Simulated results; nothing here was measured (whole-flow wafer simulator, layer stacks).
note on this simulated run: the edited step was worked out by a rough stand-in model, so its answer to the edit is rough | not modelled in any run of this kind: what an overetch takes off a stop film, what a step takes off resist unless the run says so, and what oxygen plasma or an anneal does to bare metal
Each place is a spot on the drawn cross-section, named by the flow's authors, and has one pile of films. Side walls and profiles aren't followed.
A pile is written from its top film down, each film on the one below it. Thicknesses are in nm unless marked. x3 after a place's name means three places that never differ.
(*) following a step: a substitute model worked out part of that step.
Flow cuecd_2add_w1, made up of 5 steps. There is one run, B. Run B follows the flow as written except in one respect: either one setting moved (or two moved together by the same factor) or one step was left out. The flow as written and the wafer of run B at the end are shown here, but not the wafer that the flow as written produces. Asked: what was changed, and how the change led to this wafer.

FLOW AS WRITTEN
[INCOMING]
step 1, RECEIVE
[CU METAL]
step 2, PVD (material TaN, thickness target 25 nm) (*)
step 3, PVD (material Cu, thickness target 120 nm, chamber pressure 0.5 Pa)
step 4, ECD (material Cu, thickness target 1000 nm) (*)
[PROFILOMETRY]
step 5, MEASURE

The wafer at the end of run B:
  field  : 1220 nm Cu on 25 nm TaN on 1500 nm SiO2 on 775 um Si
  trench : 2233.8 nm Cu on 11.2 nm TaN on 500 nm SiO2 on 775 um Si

What caused this: step 4, ECD: thickness target 1100 nm was run, while the flow as written has thickness target 1000 nm.

The path from the change to this, step by step:
  step 4, ECD (material Cu, thickness target 1000 nm) (*)
      field: Cu gains 1100 (in the flow as written it would be: Cu gains 1000)
      trench: Cu gains 2180.2 (in the flow as written it would be: Cu gains 2080.2)
